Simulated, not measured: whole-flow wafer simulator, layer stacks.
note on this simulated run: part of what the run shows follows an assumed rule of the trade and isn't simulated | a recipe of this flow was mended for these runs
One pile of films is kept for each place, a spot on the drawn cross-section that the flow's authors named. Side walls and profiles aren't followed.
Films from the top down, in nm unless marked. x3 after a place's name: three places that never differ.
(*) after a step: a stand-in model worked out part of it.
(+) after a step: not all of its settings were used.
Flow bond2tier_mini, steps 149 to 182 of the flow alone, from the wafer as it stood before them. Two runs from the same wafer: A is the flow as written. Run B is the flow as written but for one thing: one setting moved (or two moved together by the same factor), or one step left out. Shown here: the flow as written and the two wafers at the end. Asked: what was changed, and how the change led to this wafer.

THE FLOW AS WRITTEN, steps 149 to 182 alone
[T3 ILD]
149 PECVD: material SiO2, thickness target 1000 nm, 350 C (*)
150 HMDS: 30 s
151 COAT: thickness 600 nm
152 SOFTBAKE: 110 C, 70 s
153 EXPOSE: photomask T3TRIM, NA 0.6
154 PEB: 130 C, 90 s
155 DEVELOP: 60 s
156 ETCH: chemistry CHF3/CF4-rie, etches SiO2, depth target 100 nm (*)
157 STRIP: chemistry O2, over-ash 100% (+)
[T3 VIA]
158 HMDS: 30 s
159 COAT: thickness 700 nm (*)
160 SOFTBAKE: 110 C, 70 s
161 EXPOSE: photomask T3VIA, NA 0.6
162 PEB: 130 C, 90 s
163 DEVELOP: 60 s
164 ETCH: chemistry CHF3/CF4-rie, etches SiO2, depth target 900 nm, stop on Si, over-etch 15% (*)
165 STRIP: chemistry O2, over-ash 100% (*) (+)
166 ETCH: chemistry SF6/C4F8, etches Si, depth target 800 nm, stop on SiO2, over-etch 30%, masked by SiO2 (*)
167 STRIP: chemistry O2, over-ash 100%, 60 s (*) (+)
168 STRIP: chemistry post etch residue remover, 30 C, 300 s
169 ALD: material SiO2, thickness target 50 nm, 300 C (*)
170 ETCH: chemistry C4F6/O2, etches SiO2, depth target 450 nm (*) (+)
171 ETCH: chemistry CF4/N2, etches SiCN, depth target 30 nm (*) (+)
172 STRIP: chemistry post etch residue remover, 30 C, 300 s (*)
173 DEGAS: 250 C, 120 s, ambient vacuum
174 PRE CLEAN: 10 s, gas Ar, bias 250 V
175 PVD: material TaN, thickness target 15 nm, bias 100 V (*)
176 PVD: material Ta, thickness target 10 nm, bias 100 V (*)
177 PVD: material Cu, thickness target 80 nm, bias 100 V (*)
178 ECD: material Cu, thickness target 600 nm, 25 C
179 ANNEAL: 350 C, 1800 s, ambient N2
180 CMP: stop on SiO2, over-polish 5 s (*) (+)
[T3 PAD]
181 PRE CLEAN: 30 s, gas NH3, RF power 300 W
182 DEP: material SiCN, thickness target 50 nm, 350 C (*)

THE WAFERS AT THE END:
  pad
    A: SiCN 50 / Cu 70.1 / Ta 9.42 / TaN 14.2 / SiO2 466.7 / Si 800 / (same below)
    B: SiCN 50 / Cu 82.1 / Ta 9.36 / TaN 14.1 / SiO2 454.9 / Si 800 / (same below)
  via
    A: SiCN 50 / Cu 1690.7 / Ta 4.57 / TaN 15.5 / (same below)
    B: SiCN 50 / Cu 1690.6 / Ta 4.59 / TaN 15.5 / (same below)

The cause: step 156, ETCH: depth target 112 nm was run, where the flow has depth target 100 nm.

How the change led to this, step by step:
  156 ETCH: chemistry CHF3/CF4-rie, etches SiO2, depth target 100 nm (*)
      pad, via: A SiO2 -100 | B SiO2 -112
      field: A thick-KrF-resist -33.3 | B thick-KrF-resist -37.3
  164 ETCH: chemistry CHF3/CF4-rie, etches SiO2, depth target 900 nm, stop on Si, over-etch 15% (*)
      via: A SiO2 -900 (all of it), Si -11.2 | B SiO2 -888 (all of it), Si -12.2
  165 STRIP: chemistry O2, over-ash 100% (*) (+)
      pad: A thick-KrF-resist -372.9 (all of it) | B thick-KrF-resist -382.8 (all of it)
